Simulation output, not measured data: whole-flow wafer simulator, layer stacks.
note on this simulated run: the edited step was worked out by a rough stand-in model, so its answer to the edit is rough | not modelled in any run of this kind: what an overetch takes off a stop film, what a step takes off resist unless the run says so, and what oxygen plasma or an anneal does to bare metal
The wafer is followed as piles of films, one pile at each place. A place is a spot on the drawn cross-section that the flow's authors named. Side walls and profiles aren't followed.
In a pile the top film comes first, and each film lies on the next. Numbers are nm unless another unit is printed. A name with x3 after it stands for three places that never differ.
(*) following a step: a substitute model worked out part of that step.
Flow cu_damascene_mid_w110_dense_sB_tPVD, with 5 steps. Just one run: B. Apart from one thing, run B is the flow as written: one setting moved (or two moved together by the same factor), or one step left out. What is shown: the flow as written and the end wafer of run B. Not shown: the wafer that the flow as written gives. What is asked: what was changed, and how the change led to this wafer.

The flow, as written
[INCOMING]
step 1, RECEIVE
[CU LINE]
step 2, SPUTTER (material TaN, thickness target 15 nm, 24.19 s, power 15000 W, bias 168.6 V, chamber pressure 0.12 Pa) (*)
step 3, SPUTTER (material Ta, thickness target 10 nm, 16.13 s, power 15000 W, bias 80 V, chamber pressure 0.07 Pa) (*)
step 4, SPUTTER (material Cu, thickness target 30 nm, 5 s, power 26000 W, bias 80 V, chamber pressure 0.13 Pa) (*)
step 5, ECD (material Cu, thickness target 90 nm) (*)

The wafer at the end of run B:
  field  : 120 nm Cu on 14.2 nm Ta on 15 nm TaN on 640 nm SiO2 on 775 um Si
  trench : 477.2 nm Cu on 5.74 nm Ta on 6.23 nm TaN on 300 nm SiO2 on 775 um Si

What caused this: step 3, SPUTTER: thickness target 14.2 nm was run, while the flow as written has thickness target 10 nm; step 3, SPUTTER: 22.99 s was run, where the flow has 16.13 s.
One can read it off the wafer: field has Ta 14.2, and step 3 as written asks for 10 nm.

The path from the change to this, step by step:
  step 3, SPUTTER (material Ta, thickness target 10 nm, 16.13 s, power 15000 W, bias 80 V, chamber pressure 0.07 Pa) (*)
      field: Ta gains 14.2 (new film) (in the flow as written it would be: Ta gains 10 (new film))
      trench: Ta gains 5.74 (new film) (in the flow as written it would be: Ta gains 4.05 (new film))
